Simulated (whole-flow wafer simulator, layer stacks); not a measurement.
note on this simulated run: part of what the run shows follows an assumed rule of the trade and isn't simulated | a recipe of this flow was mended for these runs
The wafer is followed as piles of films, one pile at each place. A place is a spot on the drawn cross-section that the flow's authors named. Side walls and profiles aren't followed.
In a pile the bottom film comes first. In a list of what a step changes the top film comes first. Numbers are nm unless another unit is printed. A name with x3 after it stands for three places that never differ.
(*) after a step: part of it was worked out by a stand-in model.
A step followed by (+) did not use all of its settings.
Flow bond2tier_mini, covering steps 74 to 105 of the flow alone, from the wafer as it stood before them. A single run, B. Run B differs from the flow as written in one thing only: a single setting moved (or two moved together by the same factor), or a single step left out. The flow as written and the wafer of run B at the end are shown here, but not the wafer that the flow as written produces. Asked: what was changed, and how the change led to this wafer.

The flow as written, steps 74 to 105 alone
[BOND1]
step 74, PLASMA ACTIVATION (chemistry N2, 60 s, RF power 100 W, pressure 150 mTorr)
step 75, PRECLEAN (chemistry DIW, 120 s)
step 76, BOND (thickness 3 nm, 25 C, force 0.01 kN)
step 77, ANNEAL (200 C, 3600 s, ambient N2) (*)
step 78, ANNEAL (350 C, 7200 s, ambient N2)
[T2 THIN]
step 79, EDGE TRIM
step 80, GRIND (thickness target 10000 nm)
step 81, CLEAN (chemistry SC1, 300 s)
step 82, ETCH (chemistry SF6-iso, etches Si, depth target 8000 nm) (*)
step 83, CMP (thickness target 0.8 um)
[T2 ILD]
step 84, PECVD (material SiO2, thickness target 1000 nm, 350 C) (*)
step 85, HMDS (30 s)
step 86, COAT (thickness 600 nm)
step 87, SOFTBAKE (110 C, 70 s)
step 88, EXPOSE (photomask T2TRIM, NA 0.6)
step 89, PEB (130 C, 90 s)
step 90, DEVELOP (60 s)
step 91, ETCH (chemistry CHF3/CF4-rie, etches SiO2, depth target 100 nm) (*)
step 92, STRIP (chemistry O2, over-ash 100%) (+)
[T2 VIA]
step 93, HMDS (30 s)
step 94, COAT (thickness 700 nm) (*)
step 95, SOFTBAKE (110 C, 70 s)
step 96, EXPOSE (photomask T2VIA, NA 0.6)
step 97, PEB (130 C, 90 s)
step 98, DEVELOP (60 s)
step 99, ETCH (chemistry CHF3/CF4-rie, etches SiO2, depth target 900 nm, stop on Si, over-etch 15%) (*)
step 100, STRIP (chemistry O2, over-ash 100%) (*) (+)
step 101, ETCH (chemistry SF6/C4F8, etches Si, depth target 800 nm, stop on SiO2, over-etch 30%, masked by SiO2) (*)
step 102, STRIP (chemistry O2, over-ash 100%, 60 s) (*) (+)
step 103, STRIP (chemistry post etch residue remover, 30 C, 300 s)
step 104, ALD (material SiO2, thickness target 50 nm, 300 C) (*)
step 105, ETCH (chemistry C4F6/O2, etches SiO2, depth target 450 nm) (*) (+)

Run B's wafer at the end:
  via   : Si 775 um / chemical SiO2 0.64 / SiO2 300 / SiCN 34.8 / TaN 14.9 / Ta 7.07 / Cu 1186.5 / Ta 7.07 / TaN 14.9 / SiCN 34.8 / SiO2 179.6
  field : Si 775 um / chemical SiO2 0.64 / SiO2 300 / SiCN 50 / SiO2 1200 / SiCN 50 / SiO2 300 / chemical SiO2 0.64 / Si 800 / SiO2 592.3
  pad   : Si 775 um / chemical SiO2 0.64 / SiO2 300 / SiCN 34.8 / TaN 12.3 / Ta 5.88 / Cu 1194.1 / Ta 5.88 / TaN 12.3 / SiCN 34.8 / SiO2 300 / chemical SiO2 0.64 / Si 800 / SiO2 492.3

The reason: step 101, ETCH: depth target 596 nm was run, while the flow as written has depth target 800 nm.

The path from the change to this, step by step:
  step 101, ETCH (chemistry SF6/C4F8, etches Si, depth target 800 nm, stop on SiO2, over-etch 30%, masked by SiO2) (*)
      via: -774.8 Si (as written it would have been: -788.8 Si (all of it), -0.64 chemical SiO2 (all of it), -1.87 SiO2)
      field, pad: -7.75 SiO2 (as written it would have been: -10.3 SiO2)
  step 104, ALD (material SiO2, thickness target 50 nm, 300 C) (*)
      via: +50 SiO2 (new film) (as written it would have been: +50 SiO2)
  step 105, ETCH (chemistry C4F6/O2, etches SiO2, depth target 450 nm) (*) (+)
      via: -50 SiO2 (all of it), -13.9 Si (all of it), -0.64 chemical SiO2 (all of it), -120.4 SiO2 (as written it would have been: -348.1 SiO2 (all of it), -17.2 SiCN)
